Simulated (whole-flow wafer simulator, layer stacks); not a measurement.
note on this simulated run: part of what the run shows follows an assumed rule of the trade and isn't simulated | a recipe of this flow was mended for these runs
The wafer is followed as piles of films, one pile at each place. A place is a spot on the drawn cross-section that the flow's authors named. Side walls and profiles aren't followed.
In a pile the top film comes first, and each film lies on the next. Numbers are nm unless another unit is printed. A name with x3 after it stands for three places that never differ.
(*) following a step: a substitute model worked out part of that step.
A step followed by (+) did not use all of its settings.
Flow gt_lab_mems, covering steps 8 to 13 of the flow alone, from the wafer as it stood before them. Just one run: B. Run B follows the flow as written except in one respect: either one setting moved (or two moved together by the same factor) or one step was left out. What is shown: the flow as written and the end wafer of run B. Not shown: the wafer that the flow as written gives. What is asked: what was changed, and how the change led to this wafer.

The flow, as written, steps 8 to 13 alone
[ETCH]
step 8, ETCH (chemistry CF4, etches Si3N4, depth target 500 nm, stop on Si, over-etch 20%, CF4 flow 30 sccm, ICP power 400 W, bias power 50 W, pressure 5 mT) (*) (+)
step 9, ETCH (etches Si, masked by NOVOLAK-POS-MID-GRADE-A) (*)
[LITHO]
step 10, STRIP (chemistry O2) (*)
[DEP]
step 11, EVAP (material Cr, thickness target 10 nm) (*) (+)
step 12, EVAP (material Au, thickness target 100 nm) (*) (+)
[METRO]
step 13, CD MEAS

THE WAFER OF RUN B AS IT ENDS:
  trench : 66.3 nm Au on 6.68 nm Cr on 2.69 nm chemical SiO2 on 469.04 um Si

Cause: step 8, ETCH: depth target 350 nm was run, while the flow as written has depth target 500 nm.

Step by step, how the change led to this:
  step 8, ETCH (chemistry CF4, etches Si3N4, depth target 500 nm, stop on Si, over-etch 20%, CF4 flow 30 sccm, ICP power 400 W, bias power 50 W, pressure 5 mT) (*) (+)
      trench: Si3N4 loses 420 (in the flow as written it would be: Si3N4 loses 500 (all of it), chemical SiO2 loses 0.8 (all of it), Si loses 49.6)
      field: g/i-line-resist loses 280 (in the flow as written it would be: g/i-line-resist loses 400)
  step 9, ETCH (etches Si, masked by NOVOLAK-POS-MID-GRADE-A) (*)
      trench: Si3N4 loses 80 (all of it), chemical SiO2 loses 0.8 (all of it), Si loses 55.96 um (in the flow as written it would be: Si loses 59.96 um)
  step 10, STRIP (chemistry O2) (*)
      field: g/i-line-resist loses 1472 (all of it) (in the flow as written it would be: g/i-line-resist loses 1352 (all of it))
  step 12, EVAP (material Au, thickness target 100 nm) (*) (+)
      trench: Au gains 66.3 (new film) (in the flow as written it would be: Au gains 64.1 (new film))
